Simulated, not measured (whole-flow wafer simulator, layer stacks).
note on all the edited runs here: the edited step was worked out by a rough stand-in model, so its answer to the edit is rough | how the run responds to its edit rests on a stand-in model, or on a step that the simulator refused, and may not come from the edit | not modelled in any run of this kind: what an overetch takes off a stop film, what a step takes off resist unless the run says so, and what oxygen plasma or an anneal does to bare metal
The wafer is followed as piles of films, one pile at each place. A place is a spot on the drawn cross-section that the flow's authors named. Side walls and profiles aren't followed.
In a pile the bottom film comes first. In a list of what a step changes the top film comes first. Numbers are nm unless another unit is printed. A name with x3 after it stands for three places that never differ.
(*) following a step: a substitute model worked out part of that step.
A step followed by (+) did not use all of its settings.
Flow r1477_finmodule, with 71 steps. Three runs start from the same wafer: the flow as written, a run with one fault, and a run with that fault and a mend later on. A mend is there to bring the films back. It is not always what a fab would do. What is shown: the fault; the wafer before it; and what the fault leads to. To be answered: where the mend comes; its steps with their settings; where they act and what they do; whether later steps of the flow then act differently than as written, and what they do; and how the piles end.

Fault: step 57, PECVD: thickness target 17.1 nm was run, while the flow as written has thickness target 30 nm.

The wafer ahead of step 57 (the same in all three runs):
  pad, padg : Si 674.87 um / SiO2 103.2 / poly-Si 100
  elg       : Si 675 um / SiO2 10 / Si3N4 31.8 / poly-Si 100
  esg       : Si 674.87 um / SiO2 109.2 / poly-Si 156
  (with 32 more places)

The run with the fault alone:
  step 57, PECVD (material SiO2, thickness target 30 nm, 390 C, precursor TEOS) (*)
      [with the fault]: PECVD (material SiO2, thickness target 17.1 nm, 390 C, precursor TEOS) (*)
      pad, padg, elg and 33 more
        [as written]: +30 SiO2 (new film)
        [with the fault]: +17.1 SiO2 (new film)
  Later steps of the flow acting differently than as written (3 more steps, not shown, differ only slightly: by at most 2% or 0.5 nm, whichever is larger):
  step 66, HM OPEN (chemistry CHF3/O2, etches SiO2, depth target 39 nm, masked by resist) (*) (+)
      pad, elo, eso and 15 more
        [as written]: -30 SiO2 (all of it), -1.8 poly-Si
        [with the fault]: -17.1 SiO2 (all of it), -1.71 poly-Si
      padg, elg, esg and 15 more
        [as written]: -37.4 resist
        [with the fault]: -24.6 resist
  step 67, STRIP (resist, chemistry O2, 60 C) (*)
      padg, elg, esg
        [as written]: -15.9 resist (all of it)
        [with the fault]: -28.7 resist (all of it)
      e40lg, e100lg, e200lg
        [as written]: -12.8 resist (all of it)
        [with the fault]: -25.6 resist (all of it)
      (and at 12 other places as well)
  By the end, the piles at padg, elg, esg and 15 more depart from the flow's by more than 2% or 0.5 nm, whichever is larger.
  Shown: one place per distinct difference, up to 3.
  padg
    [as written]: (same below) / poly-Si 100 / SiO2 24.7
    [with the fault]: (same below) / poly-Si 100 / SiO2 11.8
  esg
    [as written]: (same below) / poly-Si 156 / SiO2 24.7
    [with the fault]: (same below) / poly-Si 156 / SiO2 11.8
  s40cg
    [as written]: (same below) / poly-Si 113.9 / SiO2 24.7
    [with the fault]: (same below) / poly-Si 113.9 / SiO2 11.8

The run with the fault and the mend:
  The mend follows step 64.
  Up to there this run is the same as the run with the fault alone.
  step 64a, STRIP (resist, chemistry O2, 60 C)
      padg, elg, esg
        -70 resist (all of it)
      e40lg, e100lg, e200lg
        -66.9 resist (all of it)
      s40sg, s45sg
        -91 resist (all of it)
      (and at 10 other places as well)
  step 64b, PECVD (material SiO2, thickness target 12.9 nm, 390 C, precursor TEOS) (*) (a further turn of the flow's step 57, with different settings)
      pad, padg, elg and 33 more
        +12.9 SiO2
  step 64c, COAT (resist, thickness 70 nm) (*) (a further turn of the flow's step 60)
      e40lg, e100lg, e200lg, elo, e40lo, e100lo, e200lo
        +66.9 resist (new film)
      pad, padg, elg, esg
        +70 resist (new film)
      s40sg, s45sg, s40so, s45so
        +91 resist (new film)
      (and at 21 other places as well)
  step 64d, SOFTBAKE (180 C, 180 s) (*) (a further turn of the flow's step 61)
      leaves every film unchanged at each place that is followed
  step 64e, EXPOSE (resist, photomask GATE) (a further turn of the flow's step 62)
      leaves every film unchanged at each place that is followed
  step 64f, DEVELOP (*) (a further turn of the flow's step 63)
      elo, e40lo, e100lo, e200lo
        -66.9 resist (all of it)
      eso, e40so
        -129.5 resist (all of it)
      s40so, s45so
        -91 resist (all of it)
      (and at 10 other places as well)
  None of the later steps of the flow acts differently than as written at any place that is followed.
  At every place that both follow, the piles at the end match the flow's.
